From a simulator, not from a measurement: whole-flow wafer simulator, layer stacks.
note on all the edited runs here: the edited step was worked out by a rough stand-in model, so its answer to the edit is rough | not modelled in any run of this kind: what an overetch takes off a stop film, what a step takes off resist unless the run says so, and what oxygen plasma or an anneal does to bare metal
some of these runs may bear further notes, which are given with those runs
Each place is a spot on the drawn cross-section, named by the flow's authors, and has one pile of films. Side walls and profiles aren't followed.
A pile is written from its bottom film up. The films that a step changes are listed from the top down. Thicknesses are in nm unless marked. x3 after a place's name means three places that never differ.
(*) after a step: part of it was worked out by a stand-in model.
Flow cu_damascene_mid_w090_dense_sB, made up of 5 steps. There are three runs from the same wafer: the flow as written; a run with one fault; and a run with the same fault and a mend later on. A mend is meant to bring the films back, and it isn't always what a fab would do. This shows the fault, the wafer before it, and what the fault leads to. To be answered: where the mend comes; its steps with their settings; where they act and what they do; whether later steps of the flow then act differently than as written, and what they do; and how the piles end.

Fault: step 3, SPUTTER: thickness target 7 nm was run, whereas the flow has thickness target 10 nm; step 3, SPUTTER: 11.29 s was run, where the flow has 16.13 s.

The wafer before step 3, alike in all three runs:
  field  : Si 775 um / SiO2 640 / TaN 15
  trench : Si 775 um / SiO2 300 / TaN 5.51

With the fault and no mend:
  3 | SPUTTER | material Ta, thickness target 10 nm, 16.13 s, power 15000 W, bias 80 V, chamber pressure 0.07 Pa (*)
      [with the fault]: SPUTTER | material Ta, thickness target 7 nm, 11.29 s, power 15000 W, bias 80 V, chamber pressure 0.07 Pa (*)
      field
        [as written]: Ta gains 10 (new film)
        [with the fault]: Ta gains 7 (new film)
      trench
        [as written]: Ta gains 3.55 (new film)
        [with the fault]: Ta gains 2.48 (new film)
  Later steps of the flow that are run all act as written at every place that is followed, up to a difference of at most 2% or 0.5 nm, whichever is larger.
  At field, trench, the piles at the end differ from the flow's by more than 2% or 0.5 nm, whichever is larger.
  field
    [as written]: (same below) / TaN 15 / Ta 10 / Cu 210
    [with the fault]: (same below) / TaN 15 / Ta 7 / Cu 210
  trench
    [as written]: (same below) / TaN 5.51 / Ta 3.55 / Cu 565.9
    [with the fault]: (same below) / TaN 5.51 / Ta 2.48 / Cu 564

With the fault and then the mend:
  The mend stands after step 3.
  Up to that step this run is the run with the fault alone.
  3a | SPUTTER | material Ta, thickness target 3 nm, 4.839 s, power 15000 W, bias 80 V, chamber pressure 0.07 Pa (*) (the flow's step 3, run once more with other settings)
      field
        Ta gains 3
      trench
        Ta gains 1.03
  Later steps of the flow that are run all act as written at every place that is followed.
  When the end is reached, the piles differ only a little from the flow's at the places that both follow, at most by 2% or 0.5 nm, whichever is larger.
